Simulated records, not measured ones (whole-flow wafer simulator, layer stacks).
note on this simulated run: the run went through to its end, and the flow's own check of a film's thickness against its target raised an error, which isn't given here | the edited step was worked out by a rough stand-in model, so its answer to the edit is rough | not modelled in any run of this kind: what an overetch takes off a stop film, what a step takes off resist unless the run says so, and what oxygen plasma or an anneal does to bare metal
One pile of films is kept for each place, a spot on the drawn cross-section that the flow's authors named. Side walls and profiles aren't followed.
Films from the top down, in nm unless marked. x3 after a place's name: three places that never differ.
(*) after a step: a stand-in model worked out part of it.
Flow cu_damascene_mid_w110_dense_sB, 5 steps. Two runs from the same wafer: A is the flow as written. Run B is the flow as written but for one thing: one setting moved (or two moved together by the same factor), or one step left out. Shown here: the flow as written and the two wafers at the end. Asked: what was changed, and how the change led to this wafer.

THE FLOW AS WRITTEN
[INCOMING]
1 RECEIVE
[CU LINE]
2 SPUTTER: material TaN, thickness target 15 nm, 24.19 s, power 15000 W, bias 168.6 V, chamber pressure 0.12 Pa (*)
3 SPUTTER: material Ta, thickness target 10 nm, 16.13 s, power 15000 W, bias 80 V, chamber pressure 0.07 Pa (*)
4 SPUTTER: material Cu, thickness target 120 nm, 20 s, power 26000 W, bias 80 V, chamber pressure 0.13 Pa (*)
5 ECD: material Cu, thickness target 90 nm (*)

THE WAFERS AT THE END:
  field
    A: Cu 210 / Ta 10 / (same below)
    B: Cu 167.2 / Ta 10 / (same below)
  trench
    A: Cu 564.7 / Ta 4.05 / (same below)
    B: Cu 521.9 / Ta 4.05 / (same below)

The cause: step 5, ECD: thickness target 47.2 nm was run, where the flow has thickness target 90 nm.

How the change led to this, step by step:
  5 ECD: material Cu, thickness target 90 nm (*)
      field: A Cu +90 | B Cu +47.2
      trench: A Cu +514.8 | B Cu +472
